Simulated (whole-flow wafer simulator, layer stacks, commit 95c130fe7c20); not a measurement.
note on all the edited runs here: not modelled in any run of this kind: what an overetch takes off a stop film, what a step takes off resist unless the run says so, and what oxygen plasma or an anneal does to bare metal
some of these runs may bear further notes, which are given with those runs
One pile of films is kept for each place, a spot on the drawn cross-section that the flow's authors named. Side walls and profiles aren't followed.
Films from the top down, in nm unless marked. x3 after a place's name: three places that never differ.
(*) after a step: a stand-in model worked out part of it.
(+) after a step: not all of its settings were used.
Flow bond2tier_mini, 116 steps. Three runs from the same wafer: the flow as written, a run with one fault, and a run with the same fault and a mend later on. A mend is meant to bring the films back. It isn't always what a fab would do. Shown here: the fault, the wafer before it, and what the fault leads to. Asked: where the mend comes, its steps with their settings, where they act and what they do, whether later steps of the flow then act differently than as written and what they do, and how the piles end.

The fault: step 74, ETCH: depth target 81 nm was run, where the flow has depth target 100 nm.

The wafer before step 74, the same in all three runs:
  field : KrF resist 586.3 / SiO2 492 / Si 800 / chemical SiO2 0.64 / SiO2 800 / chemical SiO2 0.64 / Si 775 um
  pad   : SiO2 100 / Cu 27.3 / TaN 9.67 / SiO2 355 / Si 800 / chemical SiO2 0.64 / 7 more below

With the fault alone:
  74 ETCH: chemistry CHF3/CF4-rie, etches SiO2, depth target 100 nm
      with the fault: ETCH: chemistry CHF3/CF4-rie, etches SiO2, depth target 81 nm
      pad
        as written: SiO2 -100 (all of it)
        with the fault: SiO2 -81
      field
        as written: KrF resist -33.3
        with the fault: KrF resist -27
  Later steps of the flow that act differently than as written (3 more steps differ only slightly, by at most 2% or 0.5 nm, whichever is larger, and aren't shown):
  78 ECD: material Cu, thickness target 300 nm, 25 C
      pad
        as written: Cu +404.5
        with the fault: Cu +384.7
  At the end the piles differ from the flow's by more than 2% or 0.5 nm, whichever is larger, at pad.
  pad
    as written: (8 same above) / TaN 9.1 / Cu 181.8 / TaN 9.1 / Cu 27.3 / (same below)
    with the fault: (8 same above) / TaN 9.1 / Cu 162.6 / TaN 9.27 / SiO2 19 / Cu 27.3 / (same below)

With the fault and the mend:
  The mend comes after step 75.
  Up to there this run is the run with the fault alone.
  75a COAT: KrF resist, thickness 600 nm (*) (the flow's step 69 once more)
      field
        KrF resist +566 (new film)
      pad
        KrF resist +635.6 (new film)
  75b SOFTBAKE: KrF resist (the flow's step 70 once more)
      changes no film at any place that is followed
  75c EXPOSE: photomask T2PAD, NA 0.6 (the flow's step 71 once more)
      changes no film at any place that is followed
  75d PEB: KrF resist (the flow's step 72 once more)
      changes no film at any place that is followed
  75e DEVELOP: developer TMAH-0.26N, 60 s (the flow's step 73 once more)
      field
        KrF resist -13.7
      pad
        KrF resist -635.6 (all of it)
  75f ETCH: chemistry CHF3/CF4-rie, etches SiO2, depth target 19 nm (the flow's step 74 once more, with other settings)
      field
        KrF resist -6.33
      pad
        SiO2 -19 (all of it)
  75g STRIP: chemistry O2, over-ash 100% (+) (the flow's step 75 once more)
      field
        KrF resist -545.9 (all of it)
  No later step of the flow acts differently than as written at any place that is followed.
  At the end the piles are the same as the flow's at every place that both follow.
